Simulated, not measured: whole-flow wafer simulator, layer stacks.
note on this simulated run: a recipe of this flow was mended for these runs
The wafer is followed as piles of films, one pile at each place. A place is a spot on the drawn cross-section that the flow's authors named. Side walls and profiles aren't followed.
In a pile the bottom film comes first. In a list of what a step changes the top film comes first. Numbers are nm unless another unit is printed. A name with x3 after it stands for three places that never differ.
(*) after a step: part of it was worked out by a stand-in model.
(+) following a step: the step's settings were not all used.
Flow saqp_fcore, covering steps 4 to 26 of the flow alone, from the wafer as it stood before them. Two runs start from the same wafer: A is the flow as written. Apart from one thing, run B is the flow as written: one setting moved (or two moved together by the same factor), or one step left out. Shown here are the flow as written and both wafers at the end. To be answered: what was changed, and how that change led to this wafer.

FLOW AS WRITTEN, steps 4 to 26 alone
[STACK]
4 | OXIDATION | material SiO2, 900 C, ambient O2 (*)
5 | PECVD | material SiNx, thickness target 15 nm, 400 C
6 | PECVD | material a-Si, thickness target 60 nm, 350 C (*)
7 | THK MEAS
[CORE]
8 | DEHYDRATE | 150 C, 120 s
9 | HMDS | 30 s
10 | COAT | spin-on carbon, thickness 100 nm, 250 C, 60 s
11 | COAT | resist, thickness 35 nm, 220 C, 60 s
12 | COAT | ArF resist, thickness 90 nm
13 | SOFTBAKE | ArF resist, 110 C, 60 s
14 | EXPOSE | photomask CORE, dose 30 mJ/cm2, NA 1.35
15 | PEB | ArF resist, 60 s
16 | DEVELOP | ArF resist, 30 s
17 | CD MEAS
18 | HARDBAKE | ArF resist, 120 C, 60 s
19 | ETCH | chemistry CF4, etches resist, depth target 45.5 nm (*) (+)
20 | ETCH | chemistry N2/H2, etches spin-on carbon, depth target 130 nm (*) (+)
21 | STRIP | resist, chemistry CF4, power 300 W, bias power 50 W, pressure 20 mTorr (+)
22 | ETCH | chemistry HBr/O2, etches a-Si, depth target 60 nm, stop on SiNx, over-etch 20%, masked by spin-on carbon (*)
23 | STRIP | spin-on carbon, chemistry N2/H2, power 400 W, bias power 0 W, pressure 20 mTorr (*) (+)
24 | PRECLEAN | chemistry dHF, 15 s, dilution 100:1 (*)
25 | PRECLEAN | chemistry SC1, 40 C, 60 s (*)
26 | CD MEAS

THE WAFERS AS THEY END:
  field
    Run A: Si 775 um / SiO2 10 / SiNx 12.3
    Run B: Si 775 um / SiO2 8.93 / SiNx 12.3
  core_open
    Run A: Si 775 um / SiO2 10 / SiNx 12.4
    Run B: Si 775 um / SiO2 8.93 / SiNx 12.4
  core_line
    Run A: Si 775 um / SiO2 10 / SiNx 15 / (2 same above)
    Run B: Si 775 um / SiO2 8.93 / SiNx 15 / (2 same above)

What caused this: step 4, OXIDATION: 888 C was run, while the flow as written has 900 C.

How this came from the change, step by step:
  4 | OXIDATION | material SiO2, 900 C, ambient O2 (*)
      field, core_open, core_line: A SiO2 gains 10 (new film), chemical SiO2 loses 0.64 (all of it), Si loses 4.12 | B SiO2 gains 8.93 (new film), chemical SiO2 loses 0.64 (all of it), Si loses 3.64
